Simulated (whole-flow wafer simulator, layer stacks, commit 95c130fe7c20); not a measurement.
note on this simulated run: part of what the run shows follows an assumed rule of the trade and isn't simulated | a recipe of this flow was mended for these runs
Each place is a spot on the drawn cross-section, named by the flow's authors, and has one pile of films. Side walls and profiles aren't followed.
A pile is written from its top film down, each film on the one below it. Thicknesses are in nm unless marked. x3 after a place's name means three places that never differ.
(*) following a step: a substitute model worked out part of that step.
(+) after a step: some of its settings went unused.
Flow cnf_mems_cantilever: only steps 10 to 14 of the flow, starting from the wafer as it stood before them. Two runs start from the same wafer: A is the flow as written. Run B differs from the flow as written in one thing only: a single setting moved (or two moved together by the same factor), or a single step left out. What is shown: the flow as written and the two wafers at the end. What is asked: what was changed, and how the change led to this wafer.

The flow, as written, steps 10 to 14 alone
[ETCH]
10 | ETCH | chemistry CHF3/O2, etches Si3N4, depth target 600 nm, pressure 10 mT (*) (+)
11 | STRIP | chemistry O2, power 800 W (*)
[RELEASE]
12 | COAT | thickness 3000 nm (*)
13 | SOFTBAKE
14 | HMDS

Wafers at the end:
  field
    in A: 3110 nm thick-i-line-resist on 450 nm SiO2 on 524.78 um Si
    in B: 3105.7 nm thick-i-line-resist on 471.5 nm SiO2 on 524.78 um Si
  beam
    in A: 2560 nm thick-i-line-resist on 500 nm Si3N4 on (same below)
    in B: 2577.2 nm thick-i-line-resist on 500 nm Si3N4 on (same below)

What caused this: step 10, ETCH: depth target 557 nm was run, though the flow has depth target 600 nm.

Step by step, how the change led to this:
  10 | ETCH | chemistry CHF3/O2, etches Si3N4, depth target 600 nm, pressure 10 mT (*) (+)
      field: A Si3N4 loses 500 (all of it), SiO2 loses 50 | B Si3N4 loses 500 (all of it), SiO2 loses 28.5
      beam: A KrF-resist loses 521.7 | B KrF-resist loses 484.3
  11 | STRIP | chemistry O2, power 800 W (*)
      beam: A KrF-resist loses 460.9 (all of it) | B KrF-resist loses 498.3 (all of it)
  13 | SOFTBAKE
      field: A thick-i-line-resist gains 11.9 | B thick-i-line-resist gains 11.3
      beam: A thick-i-line-resist loses 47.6 | B thick-i-line-resist loses 45.4
